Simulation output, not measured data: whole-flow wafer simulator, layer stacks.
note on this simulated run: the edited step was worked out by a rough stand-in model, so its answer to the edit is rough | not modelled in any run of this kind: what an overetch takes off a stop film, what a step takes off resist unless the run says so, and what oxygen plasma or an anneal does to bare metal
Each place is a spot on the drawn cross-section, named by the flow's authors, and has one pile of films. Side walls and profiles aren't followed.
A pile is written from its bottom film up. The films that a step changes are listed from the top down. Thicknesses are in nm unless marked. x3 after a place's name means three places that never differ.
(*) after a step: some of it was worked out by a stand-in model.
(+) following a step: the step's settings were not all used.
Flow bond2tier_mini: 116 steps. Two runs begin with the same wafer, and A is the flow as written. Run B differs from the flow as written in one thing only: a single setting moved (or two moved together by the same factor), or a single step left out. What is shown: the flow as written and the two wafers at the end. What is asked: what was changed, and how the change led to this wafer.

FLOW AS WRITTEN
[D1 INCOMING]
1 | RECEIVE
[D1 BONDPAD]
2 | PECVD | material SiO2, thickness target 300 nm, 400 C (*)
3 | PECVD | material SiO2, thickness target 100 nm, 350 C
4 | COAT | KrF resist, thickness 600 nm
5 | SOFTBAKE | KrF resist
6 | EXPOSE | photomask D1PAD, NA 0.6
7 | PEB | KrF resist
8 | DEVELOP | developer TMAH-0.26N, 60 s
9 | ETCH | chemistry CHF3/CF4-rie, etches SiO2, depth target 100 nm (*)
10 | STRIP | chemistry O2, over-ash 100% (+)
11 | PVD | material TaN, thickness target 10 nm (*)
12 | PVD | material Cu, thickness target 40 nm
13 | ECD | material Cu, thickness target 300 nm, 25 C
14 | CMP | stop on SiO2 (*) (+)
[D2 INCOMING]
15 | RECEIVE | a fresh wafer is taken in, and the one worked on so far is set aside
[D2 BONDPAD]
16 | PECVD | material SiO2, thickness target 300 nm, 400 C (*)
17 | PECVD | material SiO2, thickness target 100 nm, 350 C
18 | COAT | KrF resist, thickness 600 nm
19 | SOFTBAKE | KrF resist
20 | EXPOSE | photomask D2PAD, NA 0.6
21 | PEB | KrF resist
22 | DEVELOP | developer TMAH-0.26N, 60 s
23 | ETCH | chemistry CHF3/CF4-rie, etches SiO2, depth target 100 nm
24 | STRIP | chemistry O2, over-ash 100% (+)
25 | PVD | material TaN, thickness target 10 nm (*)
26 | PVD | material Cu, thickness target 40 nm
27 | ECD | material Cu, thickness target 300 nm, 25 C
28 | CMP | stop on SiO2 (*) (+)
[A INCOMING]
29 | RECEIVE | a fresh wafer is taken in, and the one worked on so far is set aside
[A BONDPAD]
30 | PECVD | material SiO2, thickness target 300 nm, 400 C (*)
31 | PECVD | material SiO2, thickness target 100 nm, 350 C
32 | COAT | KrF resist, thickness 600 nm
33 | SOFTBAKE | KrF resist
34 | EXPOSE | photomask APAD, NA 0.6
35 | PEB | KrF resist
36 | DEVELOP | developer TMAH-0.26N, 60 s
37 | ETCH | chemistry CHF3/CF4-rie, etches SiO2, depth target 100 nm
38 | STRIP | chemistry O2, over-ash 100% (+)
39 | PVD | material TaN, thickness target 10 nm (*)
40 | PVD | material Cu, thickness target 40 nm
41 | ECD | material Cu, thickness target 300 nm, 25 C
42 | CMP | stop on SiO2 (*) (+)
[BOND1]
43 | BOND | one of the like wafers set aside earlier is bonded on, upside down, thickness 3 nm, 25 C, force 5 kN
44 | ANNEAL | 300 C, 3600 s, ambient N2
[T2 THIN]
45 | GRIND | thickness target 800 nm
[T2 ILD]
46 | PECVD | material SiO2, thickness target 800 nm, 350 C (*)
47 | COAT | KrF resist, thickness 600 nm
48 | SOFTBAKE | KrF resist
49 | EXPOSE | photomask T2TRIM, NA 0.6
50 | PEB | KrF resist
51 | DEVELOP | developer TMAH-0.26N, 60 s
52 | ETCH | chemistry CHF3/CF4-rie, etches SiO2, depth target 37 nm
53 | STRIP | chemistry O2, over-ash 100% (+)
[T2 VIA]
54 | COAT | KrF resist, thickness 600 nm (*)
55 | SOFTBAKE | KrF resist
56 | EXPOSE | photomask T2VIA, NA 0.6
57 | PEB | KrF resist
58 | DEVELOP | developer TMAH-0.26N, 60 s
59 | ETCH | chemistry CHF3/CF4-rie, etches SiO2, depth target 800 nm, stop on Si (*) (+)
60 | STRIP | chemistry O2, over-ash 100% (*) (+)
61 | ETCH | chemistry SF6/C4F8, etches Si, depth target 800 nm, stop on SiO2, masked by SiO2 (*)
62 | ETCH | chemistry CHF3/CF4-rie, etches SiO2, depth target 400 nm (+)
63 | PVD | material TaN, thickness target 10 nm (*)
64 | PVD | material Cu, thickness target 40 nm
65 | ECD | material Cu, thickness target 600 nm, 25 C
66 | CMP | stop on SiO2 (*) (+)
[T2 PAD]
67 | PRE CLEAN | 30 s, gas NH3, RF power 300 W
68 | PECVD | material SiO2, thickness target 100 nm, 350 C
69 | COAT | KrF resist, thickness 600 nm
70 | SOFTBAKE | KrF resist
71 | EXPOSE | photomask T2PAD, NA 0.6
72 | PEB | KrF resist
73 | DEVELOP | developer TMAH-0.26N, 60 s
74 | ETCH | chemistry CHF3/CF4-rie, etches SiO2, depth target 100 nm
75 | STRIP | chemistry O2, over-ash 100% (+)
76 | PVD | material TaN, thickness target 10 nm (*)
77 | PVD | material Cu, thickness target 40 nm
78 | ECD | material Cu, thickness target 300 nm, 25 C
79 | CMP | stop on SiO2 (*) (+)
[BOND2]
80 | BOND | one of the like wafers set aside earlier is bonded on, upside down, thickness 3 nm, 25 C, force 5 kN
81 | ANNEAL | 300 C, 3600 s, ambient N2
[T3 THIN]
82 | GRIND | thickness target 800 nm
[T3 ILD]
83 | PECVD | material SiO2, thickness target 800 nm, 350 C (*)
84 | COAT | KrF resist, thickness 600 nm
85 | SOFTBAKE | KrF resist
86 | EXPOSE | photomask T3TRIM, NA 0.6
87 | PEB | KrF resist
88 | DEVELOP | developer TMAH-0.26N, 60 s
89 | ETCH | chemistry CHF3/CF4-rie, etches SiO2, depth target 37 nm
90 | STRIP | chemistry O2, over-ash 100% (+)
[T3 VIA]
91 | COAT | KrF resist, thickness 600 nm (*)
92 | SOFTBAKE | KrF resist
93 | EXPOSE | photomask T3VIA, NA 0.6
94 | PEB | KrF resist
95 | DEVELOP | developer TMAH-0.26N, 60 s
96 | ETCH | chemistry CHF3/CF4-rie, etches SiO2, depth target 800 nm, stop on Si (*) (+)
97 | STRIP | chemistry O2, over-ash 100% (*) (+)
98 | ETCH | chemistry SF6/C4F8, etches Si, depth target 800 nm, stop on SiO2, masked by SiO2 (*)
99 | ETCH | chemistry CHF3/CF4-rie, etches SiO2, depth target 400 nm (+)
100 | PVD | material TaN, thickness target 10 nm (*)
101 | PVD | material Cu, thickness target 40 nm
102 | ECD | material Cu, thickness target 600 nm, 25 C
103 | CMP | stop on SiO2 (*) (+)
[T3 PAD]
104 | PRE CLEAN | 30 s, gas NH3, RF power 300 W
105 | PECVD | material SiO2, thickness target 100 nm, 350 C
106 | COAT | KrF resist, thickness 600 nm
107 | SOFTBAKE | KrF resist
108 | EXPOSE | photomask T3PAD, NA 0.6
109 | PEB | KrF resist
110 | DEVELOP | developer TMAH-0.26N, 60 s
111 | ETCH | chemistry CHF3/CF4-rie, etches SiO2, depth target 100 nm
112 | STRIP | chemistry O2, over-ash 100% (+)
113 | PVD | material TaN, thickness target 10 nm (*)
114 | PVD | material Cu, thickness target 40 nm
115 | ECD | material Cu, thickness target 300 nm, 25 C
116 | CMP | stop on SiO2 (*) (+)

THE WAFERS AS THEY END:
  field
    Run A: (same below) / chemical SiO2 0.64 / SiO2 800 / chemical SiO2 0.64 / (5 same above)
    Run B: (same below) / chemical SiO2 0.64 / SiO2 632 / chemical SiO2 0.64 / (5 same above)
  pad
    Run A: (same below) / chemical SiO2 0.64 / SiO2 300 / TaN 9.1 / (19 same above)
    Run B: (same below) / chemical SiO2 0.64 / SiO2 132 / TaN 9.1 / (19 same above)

The reason: step 30, PECVD: thickness target 132 nm was run, though the flow has thickness target 300 nm.
The wafer lets one read it off: pad has SiO2 132, and step 30 as written asks for 300 nm.

The path from the change to this, step by step:
  30 | PECVD | material SiO2, thickness target 300 nm, 400 C (*)
      field, pad, via: A +300 SiO2 (new film) | B +132 SiO2 (new film)
